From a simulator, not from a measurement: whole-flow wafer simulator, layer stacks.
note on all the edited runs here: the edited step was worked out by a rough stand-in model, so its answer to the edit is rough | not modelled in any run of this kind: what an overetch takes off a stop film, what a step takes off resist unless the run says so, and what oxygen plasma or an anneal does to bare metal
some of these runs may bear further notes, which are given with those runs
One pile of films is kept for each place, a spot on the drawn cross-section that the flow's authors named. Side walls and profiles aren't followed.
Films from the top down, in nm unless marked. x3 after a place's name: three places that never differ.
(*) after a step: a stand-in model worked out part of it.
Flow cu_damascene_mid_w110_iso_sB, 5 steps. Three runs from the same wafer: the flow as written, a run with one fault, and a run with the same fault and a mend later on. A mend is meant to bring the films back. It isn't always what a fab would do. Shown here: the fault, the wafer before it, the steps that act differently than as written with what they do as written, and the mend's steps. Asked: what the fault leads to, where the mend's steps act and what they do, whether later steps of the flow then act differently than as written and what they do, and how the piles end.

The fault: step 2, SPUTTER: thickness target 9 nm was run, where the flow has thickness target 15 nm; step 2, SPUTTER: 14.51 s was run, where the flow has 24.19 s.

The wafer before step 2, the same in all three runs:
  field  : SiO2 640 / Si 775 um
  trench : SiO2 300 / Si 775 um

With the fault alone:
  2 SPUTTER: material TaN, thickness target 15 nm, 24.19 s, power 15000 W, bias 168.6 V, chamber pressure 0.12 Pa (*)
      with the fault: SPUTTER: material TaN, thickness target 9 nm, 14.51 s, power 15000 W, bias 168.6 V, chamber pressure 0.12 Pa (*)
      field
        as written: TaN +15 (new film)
        with the fault: TaN +9 (new film)
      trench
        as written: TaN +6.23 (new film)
        with the fault: TaN +3.74 (new film)
  No later step of the flow acts differently than as written, at any place that is followed, by more than 2% or 0.5 nm, whichever is larger.
  At the end the piles differ from the flow's by more than 2% or 0.5 nm, whichever is larger, at field, trench.
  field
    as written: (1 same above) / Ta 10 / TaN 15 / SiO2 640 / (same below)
    with the fault: (1 same above) / Ta 10 / TaN 9 / SiO2 640 / (same below)
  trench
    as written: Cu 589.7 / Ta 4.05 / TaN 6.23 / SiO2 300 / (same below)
    with the fault: Cu 586.1 / Ta 4.12 / TaN 3.74 / SiO2 300 / (same below)

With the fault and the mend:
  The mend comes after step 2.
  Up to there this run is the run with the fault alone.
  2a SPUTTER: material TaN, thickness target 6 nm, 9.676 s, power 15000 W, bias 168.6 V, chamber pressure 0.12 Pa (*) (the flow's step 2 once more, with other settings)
      field
        TaN +6
      trench
        TaN +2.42
  No later step of the flow acts differently than as written, at any place that is followed, by more than 2% or 0.5 nm, whichever is larger.
  At the end the piles differ from the flow's only slightly at the places that both follow, by at most 2% or 0.5 nm, whichever is larger.
